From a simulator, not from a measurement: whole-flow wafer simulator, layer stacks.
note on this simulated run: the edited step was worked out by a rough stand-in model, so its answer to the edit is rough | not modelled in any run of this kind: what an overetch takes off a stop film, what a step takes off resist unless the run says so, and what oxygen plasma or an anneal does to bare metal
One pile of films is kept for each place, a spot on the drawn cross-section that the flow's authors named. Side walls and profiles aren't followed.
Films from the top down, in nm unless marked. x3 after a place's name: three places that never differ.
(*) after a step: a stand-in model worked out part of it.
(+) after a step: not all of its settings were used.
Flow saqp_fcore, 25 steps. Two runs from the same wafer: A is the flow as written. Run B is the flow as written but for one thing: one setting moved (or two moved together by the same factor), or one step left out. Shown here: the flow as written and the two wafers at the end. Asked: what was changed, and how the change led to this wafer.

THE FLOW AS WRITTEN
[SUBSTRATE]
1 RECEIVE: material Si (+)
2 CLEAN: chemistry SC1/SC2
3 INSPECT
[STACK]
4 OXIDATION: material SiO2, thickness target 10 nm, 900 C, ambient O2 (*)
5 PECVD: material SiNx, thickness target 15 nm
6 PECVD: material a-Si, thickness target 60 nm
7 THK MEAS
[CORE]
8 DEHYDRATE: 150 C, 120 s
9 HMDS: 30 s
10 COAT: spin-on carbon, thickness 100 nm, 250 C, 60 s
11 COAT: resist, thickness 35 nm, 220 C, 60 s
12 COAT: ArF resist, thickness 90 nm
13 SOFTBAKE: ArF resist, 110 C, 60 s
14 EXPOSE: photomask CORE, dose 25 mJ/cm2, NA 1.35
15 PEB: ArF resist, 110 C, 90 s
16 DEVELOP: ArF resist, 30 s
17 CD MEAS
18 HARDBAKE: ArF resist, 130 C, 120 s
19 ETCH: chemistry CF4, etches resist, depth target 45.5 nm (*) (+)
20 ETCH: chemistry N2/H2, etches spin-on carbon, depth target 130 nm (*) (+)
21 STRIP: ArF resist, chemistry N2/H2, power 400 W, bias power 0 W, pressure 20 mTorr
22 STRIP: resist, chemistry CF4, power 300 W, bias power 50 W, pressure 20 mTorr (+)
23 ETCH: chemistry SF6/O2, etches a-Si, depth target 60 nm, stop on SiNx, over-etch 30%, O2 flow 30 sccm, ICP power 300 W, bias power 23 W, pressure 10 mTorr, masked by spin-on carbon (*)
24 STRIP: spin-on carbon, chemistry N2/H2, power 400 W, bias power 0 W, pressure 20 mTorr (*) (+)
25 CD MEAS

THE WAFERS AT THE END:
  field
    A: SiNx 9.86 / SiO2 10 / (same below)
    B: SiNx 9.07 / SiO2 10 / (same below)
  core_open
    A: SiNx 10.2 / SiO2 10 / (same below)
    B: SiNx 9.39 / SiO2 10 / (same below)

The cause: step 23, ETCH: over-etch 40.5% was run, where the flow has over-etch 30%.

How the change led to this, step by step:
  23 ETCH: chemistry SF6/O2, etches a-Si, depth target 60 nm, stop on SiNx, over-etch 30%, O2 flow 30 sccm, ICP power 300 W, bias power 23 W, pressure 10 mTorr, masked by spin-on carbon (*)
      field: A a-Si -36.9 (all of it), SiNx -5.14 | B a-Si -36.9 (all of it), SiNx -5.93
      core_open: A a-Si -39.4 (all of it), SiNx -4.82 | B a-Si -39.4 (all of it), SiNx -5.61
      (and at 1 more place)
